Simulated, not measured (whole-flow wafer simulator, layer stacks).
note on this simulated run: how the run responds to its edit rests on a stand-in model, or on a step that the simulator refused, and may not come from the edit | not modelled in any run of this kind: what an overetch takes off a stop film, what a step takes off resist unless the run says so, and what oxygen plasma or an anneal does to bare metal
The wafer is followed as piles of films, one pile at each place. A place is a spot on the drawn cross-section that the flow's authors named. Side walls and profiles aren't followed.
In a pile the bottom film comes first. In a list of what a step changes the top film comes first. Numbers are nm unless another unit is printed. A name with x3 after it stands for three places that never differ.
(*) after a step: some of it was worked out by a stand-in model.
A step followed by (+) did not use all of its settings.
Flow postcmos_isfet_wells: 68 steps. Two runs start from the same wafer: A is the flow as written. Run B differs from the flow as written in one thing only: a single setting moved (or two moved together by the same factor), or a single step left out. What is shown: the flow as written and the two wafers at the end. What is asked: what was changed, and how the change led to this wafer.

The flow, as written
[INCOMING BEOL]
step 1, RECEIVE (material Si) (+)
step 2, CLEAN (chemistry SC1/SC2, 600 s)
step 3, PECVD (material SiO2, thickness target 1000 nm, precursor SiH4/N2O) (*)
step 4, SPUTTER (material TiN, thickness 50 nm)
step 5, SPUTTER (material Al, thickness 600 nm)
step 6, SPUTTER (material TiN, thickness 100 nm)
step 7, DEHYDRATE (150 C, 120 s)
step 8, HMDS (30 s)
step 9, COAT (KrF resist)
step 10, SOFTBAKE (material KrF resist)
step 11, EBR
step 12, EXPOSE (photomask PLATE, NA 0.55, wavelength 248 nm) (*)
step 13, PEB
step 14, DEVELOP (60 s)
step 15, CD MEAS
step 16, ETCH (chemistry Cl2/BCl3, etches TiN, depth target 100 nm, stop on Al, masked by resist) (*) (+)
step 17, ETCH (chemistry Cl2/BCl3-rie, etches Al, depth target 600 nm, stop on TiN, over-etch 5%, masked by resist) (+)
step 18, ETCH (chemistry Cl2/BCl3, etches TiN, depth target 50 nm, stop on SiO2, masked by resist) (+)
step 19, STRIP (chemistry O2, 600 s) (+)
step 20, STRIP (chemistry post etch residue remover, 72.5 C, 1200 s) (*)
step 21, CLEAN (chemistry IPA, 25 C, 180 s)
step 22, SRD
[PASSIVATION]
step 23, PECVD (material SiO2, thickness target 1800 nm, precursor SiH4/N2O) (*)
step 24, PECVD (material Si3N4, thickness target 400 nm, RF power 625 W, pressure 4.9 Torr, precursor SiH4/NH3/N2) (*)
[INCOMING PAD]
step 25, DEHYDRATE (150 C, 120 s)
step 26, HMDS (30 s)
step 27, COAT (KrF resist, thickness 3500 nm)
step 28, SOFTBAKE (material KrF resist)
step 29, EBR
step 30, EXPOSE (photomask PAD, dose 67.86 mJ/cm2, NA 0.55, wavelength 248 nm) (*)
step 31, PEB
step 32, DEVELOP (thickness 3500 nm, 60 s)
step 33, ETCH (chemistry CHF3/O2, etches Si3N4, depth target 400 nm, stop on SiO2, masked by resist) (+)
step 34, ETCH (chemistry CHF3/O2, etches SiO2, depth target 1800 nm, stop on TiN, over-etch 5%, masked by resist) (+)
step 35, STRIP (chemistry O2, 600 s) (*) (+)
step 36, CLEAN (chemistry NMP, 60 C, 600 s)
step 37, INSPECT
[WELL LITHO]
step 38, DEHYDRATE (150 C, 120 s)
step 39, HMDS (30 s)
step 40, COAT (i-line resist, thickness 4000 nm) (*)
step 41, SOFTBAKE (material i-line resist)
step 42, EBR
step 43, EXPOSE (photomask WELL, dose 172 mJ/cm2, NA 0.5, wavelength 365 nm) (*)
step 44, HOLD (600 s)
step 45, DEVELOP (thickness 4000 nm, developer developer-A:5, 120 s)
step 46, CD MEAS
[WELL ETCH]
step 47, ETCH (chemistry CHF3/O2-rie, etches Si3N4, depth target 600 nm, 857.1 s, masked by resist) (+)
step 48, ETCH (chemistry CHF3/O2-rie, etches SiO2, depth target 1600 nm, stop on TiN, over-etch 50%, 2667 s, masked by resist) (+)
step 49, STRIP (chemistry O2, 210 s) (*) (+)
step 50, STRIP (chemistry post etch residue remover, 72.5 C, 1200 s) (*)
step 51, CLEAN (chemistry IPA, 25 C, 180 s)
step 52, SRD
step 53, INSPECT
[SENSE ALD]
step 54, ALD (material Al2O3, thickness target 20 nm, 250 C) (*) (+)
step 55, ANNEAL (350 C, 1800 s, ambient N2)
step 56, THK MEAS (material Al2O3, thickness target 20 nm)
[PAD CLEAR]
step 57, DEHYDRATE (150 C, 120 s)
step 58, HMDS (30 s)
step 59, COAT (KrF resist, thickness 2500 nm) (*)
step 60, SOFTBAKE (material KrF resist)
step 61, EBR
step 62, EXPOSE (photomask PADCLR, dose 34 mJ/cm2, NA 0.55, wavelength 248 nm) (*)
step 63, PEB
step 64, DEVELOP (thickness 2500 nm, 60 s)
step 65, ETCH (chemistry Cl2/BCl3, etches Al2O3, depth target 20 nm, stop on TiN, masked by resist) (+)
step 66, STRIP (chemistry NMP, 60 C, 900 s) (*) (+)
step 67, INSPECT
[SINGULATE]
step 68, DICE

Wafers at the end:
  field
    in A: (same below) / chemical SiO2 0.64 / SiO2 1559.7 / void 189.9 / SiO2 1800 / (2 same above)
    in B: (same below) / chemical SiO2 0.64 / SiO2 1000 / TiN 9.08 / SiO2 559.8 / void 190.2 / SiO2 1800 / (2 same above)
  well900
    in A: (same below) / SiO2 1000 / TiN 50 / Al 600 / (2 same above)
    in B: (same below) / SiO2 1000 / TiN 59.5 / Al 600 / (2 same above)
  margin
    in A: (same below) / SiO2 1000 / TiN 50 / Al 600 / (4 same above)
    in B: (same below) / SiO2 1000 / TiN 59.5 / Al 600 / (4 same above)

The reason: step 4, SPUTTER: thickness 59.5 nm was run, while the flow as written has thickness 50 nm.
The wafer lets one read it off: well900 has TiN 59.5, and step 4 as written asks for 50 nm.

Step by step, how the change led to this:
  step 4, SPUTTER (material TiN, thickness 50 nm)
      field, margin, well900, well1300 x3, pad_rim, pad_clr, pad_open: A +50 TiN (new film) | B +59.5 TiN (new film)
  step 18, ETCH (chemistry Cl2/BCl3, etches TiN, depth target 50 nm, stop on SiO2, masked by resist) (+)
      field: A -50 TiN (all of it) | B -50 TiN
  step 23, PECVD (material SiO2, thickness target 1800 nm, precursor SiH4/N2O) (*)
      field: A +1800 SiO2 (new film), +189.9 void (new film), +559.7 SiO2 | B +1800 SiO2 (new film), +190.2 void (new film), +559.8 SiO2 (new film)
If metal films that touch count as one body, field has 1 body; the flow as written gives 0 bodies.
